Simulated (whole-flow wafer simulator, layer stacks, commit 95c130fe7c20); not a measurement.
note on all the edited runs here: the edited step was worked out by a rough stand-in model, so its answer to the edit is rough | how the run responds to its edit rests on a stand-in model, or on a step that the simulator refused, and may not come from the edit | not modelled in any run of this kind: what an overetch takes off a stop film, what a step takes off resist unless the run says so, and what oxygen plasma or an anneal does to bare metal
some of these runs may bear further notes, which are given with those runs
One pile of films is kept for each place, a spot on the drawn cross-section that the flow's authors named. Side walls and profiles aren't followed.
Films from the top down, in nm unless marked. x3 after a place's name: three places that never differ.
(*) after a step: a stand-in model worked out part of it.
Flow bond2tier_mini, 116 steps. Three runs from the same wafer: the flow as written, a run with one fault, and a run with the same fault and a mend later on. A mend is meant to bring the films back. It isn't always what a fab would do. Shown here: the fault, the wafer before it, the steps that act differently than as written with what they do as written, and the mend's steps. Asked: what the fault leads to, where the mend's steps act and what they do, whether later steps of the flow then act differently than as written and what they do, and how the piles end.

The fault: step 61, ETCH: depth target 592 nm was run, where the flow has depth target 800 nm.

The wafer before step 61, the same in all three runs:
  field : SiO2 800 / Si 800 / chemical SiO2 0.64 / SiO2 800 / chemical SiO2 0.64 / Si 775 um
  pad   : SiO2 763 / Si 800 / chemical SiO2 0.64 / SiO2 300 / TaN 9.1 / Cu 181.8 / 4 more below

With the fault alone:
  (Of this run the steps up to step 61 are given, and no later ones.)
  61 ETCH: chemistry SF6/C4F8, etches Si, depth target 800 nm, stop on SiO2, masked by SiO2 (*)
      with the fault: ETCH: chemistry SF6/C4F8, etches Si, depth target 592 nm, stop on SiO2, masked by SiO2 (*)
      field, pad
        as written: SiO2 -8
        with the fault: SiO2 -5.92
  After step 61 the piles differ from the flow's only slightly at the places that both follow, by at most 2% or 0.5 nm, whichever is larger.

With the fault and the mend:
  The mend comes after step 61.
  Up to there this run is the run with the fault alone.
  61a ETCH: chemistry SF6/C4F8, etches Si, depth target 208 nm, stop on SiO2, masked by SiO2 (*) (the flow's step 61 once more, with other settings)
      field, pad
        SiO2 -2.08
  No later step of the flow acts differently than as written at any place that is followed.
  At the end the piles are the same as the flow's at every place that both follow.
